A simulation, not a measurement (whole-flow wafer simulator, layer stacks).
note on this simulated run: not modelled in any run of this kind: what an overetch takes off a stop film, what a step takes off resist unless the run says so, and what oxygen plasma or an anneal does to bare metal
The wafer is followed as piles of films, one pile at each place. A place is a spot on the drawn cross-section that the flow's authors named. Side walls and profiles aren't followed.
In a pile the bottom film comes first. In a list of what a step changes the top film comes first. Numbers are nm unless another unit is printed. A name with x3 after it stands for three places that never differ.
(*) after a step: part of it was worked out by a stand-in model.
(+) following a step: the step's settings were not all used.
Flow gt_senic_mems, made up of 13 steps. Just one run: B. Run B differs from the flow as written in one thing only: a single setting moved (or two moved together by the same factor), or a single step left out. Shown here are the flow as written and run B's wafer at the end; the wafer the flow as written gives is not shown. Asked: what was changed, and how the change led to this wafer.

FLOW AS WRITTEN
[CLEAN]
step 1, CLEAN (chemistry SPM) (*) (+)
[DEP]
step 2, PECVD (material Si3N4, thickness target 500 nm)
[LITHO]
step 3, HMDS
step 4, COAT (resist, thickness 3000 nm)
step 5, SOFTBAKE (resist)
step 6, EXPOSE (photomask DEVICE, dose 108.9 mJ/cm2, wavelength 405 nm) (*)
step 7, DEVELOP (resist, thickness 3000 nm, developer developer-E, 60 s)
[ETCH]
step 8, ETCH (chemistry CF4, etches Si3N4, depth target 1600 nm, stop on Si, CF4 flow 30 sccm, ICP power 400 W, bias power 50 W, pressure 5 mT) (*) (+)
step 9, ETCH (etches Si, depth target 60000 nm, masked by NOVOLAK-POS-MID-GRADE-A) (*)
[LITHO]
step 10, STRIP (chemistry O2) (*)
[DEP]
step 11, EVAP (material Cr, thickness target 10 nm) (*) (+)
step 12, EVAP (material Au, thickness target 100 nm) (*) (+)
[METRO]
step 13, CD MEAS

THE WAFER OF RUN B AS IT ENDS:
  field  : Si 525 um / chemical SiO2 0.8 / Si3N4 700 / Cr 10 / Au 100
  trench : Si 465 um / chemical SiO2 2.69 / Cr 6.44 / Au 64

The reason: step 2, PECVD: thickness target 700 nm was run, though the flow has thickness target 500 nm.
The wafer lets one read it off: field has Si3N4 700, and step 2 as written asks for 500 nm.

The path from the change to this, step by step:
  step 2, PECVD (material Si3N4, thickness target 500 nm)
      field, trench: Si3N4 gains 700 (new film) (it would be, as written: Si3N4 gains 500 (new film))
  step 8, ETCH (chemistry CF4, etches Si3N4, depth target 1600 nm, stop on Si, CF4 flow 30 sccm, ICP power 400 W, bias power 50 W, pressure 5 mT) (*) (+)
      field: resist loses 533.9 (it would be, as written: resist loses 400.5)
      trench: Si3N4 loses 700 (all of it), chemical SiO2 loses 0.8 (all of it) (it would be, as written: Si3N4 loses 500 (all of it), chemical SiO2 loses 0.8 (all of it))
  step 10, STRIP (chemistry O2) (*)
      field: resist loses 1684 (all of it) (it would be, as written: resist loses 1817.3 (all of it))
